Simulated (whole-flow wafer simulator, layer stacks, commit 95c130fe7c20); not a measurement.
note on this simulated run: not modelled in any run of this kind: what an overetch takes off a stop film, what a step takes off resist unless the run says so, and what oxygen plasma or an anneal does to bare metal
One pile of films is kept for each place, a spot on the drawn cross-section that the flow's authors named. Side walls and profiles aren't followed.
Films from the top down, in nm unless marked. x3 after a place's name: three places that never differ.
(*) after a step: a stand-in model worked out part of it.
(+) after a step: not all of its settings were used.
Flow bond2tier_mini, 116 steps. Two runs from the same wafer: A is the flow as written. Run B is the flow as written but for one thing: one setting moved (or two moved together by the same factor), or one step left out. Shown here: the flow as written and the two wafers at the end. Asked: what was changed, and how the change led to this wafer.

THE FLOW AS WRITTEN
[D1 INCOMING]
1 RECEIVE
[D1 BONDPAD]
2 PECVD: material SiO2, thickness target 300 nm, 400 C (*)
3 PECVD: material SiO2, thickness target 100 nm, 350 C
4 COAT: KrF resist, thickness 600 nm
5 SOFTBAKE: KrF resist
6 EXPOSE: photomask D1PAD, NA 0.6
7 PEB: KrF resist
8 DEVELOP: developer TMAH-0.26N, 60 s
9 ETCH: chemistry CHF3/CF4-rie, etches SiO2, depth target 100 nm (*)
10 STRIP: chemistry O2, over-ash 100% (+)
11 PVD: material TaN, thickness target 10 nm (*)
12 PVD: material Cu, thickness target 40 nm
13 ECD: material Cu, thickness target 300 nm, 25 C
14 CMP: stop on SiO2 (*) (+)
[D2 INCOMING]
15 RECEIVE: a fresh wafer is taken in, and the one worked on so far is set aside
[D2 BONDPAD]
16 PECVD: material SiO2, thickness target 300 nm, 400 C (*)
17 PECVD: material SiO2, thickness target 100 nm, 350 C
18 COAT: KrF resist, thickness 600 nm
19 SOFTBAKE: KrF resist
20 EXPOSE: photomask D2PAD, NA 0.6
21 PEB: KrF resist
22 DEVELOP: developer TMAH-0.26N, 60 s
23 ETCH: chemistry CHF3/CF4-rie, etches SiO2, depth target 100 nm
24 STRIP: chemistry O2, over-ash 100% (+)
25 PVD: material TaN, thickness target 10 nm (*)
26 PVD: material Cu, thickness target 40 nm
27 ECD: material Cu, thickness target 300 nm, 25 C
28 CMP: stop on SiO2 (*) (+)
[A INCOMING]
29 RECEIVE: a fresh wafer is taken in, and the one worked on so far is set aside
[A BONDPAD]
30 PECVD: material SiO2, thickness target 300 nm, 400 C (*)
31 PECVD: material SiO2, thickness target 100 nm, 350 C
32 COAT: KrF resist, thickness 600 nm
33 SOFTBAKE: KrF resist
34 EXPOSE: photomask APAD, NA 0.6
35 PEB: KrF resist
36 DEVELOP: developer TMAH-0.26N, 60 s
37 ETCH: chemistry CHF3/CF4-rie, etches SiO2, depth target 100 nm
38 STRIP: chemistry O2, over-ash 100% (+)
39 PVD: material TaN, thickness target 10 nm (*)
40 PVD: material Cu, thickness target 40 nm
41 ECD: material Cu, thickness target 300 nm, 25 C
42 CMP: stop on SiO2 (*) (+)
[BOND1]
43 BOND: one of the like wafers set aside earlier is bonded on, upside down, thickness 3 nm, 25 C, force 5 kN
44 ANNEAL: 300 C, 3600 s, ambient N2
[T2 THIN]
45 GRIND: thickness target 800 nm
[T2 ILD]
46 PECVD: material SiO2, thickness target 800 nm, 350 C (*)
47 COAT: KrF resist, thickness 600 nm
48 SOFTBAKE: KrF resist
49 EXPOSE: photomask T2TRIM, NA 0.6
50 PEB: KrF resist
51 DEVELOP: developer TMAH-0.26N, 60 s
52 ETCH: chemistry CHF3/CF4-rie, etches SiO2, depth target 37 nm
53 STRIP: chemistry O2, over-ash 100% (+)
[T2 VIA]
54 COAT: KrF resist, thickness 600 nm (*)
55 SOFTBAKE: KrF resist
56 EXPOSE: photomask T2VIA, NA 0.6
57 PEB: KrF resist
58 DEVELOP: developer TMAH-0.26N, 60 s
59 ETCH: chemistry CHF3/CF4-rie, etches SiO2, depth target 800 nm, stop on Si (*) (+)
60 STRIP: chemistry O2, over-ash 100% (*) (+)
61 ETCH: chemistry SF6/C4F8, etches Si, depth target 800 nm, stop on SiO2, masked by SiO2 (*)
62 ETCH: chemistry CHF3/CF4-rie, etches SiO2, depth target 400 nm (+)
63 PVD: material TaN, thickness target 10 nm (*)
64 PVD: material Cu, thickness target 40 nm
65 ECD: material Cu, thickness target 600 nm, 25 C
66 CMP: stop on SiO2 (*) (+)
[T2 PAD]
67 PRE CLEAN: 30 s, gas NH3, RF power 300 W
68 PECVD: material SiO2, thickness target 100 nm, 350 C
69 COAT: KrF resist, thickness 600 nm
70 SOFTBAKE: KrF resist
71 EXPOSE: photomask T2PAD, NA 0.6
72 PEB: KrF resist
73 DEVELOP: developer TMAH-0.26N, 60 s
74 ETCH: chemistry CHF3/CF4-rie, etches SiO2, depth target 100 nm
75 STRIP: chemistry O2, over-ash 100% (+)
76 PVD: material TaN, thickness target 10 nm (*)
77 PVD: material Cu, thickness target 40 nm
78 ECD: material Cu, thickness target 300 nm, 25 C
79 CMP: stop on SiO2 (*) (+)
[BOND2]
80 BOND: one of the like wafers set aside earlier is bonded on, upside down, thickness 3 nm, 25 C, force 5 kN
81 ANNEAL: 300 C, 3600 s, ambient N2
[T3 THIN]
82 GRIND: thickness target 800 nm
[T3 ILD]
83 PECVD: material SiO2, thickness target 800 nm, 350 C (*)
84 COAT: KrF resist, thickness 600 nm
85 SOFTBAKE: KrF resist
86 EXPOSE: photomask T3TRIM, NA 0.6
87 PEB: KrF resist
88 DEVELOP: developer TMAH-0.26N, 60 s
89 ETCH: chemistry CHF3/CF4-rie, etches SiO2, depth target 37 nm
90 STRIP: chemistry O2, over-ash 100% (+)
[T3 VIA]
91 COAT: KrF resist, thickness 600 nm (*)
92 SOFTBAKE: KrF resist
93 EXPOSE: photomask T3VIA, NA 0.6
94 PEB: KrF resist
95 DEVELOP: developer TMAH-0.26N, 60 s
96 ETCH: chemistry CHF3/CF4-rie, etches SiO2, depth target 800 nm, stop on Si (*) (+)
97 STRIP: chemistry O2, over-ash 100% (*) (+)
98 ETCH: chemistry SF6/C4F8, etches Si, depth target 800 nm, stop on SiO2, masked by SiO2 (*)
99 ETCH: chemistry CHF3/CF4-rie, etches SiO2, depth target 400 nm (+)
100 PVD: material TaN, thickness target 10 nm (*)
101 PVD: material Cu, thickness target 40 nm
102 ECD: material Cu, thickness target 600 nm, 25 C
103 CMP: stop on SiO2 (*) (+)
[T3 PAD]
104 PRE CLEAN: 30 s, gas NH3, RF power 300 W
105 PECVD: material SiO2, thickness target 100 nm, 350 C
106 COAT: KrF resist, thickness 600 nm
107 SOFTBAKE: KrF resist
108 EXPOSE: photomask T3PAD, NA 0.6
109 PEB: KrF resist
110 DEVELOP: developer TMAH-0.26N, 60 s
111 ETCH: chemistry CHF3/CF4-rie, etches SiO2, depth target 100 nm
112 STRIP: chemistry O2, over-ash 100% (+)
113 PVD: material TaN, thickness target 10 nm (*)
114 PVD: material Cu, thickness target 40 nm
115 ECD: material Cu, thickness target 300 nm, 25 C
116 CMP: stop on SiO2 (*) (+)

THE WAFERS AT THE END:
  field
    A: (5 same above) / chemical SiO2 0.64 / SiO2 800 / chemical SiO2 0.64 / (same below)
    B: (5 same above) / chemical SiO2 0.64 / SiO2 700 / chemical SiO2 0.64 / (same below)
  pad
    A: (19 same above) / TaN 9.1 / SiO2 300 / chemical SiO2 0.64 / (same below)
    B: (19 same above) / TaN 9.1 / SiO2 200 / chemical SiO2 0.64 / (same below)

The cause: step 31, PECVD: material SiO2, thickness target 100 nm, 350 C, was left out.

How the change led to this, step by step:
  (no step that both runs have acts differently)
